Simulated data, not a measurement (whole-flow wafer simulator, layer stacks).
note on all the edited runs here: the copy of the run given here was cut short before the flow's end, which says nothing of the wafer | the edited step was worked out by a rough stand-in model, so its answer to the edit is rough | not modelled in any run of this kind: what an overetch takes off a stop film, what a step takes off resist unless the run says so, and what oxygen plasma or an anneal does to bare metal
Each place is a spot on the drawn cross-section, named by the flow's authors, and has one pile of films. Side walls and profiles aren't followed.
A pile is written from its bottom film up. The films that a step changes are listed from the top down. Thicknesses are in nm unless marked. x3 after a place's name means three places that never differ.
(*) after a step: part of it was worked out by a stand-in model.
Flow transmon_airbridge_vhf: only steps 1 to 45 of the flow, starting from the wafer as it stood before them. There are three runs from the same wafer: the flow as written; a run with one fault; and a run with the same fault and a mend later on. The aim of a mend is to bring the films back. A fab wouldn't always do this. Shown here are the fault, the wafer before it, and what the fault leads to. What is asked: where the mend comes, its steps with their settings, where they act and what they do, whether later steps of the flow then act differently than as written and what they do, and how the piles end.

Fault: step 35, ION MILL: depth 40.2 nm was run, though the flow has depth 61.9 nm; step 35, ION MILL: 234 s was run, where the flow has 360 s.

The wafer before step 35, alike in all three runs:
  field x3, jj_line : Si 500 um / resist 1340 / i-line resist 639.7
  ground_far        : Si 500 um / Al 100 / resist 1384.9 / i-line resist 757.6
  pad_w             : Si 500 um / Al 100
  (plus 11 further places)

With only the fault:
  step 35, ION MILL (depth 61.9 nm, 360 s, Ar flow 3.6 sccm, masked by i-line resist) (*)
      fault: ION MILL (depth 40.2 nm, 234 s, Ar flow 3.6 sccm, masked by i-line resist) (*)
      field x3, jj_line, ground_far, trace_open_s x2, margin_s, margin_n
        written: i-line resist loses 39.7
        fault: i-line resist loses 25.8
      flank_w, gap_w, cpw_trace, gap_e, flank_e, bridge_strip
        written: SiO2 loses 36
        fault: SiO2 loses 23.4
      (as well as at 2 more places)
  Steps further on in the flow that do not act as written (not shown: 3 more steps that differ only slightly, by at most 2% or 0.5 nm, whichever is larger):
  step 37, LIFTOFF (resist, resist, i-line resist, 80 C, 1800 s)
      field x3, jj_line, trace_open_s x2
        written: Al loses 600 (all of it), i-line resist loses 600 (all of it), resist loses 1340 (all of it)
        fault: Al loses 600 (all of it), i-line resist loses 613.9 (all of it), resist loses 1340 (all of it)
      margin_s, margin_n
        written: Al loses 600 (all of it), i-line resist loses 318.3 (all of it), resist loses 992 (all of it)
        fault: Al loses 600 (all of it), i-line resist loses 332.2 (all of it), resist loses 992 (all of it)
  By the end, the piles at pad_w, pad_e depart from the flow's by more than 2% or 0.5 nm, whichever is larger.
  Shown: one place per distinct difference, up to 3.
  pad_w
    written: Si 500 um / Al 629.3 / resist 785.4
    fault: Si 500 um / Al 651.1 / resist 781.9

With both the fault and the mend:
  The mend follows step 35.
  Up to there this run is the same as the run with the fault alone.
  step 35a, ION MILL (depth 21.7 nm, 126.2 s, Ar flow 3.6 sccm, masked by i-line resist) (*) (a further turn of the flow's step 35, with different settings)
      field x3, jj_line, ground_far, trace_open_s x2, margin_s, margin_n
        i-line resist loses 13.9
      flank_w, gap_w, cpw_trace, gap_e, flank_e, bridge_strip
        SiO2 loses 12.6
      pad_w, pad_e
        Al loses 21.7
  None of the later steps of the flow differs from how it acts as written, at any place that is followed, by more than 2% or 0.5 nm, whichever is larger.
  At every place that both follow, the piles at the end match the flow's.
